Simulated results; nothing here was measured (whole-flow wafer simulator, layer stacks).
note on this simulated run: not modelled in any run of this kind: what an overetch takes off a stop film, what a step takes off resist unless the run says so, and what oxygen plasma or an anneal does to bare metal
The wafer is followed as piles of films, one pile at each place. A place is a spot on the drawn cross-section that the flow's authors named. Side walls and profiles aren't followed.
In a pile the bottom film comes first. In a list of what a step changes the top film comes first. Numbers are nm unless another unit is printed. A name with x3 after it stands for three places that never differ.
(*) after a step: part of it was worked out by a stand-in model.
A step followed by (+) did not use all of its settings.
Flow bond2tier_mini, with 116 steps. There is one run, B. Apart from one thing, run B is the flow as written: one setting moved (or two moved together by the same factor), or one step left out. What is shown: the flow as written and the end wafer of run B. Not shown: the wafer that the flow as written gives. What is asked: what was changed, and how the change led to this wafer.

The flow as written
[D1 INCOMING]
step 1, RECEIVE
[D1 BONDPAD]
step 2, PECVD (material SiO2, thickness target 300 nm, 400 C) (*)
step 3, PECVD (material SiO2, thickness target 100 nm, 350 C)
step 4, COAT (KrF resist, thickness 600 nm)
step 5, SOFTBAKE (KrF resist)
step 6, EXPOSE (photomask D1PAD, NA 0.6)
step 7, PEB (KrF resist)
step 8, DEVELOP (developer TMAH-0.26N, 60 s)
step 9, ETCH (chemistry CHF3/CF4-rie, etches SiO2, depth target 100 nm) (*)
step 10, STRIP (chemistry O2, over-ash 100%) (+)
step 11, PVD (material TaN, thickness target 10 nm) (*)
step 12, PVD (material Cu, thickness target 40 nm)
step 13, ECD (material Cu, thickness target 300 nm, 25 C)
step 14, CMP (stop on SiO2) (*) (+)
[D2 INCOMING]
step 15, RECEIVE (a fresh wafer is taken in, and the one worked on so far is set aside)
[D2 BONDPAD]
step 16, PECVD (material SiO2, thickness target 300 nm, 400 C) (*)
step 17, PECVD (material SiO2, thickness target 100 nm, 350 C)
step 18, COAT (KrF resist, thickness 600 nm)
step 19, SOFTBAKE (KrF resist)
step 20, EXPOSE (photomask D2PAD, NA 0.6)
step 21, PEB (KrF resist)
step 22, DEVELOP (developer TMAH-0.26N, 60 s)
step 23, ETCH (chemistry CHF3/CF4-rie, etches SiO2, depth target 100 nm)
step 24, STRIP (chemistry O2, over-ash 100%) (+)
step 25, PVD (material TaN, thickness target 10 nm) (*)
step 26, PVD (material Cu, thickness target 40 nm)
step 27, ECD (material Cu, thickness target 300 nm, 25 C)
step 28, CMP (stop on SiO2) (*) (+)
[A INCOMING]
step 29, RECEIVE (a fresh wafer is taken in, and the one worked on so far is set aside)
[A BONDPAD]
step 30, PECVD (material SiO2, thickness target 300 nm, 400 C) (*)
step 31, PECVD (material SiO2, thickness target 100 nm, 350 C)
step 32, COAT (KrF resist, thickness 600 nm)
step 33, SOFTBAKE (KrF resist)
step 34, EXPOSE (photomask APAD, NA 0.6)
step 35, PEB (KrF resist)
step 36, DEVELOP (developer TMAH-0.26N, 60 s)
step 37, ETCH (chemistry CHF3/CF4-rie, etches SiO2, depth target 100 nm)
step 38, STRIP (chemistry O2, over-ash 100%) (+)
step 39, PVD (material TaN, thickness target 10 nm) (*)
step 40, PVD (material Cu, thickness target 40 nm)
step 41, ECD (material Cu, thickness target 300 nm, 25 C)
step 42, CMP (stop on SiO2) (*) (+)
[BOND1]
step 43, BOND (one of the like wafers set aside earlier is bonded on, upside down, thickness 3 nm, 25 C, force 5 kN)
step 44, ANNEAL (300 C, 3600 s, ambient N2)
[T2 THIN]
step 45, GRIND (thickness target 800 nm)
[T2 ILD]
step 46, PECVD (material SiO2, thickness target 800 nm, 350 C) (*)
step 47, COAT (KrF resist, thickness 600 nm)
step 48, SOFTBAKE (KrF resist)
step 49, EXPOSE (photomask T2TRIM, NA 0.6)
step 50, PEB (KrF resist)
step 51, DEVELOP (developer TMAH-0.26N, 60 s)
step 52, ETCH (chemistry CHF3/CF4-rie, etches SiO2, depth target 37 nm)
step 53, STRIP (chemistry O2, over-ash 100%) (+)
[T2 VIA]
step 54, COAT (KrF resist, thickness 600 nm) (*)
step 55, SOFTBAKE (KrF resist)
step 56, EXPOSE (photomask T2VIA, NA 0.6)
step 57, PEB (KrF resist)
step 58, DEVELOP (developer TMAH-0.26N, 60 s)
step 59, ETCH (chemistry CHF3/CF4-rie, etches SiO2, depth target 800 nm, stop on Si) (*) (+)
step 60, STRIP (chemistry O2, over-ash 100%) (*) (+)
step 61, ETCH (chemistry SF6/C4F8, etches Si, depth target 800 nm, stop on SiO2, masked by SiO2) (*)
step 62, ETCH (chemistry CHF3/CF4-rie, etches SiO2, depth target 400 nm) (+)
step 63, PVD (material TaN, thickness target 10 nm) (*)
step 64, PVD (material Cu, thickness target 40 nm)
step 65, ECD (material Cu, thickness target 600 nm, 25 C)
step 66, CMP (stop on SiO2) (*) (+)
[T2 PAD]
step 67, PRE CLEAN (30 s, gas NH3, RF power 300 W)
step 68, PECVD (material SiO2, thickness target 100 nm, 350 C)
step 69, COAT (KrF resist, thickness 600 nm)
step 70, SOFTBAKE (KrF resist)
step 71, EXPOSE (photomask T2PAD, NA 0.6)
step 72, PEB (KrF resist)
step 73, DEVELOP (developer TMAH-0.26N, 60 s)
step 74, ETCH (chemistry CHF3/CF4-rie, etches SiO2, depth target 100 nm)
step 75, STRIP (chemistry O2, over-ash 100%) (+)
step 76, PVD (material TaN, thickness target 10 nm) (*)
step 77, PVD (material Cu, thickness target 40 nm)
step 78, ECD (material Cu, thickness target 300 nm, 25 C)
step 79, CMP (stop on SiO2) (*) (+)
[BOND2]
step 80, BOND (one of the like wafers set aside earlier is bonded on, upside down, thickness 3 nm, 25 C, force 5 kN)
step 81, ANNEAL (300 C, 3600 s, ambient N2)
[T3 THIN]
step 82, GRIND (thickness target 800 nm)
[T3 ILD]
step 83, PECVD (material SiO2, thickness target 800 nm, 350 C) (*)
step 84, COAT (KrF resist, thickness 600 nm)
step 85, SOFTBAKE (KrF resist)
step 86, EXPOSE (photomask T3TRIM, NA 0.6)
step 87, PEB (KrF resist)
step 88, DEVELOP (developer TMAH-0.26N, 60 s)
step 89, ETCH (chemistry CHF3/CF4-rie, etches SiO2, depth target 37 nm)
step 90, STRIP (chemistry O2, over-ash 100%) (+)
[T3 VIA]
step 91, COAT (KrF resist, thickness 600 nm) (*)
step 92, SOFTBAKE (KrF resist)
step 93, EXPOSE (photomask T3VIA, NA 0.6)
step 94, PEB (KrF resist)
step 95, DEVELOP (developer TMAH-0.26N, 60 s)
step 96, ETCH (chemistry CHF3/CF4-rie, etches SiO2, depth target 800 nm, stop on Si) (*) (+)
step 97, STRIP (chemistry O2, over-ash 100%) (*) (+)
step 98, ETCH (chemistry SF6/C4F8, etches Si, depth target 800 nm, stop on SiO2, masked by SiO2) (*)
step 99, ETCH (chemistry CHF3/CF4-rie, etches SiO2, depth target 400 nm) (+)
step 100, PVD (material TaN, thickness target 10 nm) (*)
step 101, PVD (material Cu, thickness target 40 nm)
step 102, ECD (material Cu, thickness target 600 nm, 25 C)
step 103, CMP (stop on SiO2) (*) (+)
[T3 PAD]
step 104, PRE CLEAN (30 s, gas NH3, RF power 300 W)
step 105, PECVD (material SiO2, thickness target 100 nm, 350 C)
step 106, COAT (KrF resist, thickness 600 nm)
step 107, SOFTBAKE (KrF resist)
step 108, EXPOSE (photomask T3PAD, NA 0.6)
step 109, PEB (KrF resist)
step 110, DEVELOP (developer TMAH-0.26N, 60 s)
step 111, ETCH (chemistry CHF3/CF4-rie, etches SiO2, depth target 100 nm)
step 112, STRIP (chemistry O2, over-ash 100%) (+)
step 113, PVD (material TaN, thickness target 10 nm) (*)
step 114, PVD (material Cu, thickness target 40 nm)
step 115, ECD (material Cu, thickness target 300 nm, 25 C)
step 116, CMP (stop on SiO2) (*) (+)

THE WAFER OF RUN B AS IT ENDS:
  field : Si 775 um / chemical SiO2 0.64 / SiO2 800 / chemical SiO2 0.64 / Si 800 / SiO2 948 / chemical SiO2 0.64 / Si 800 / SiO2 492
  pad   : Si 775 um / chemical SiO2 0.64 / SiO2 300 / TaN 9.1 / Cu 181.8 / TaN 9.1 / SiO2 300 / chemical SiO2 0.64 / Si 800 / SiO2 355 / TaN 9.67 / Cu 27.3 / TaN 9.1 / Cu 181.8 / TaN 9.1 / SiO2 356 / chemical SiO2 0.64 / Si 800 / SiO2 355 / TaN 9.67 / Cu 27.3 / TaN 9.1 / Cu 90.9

The reason: step 17, PECVD: thickness target 156 nm was run, while the flow as written has thickness target 100 nm.

How this came from the change, step by step:
  step 17, PECVD (material SiO2, thickness target 100 nm, 350 C)
      field, pad, via: SiO2 gains 156 (in the flow as written it would be: SiO2 gains 100)
  step 80, BOND (one of the like wafers set aside earlier is bonded on, upside down, thickness 3 nm, 25 C, force 5 kN)
      field: Si gains 775 um (new film), chemical SiO2 gains 0.64 (new film), SiO2 gains 456 (in the flow as written it would be: Si gains 775 um (new film), chemical SiO2 gains 0.64 (new film), SiO2 gains 400)
      pad: Si gains 775 um (new film), chemical SiO2 gains 0.64 (new film), SiO2 gains 356 (new film), TaN gains 9.1 (new film), Cu gains 90.9 (in the flow as written it would be: Si gains 775 um (new film), chemical SiO2 gains 0.64 (new film), SiO2 gains 300 (new film), TaN gains 9.1 (new film), Cu gains 90.9)
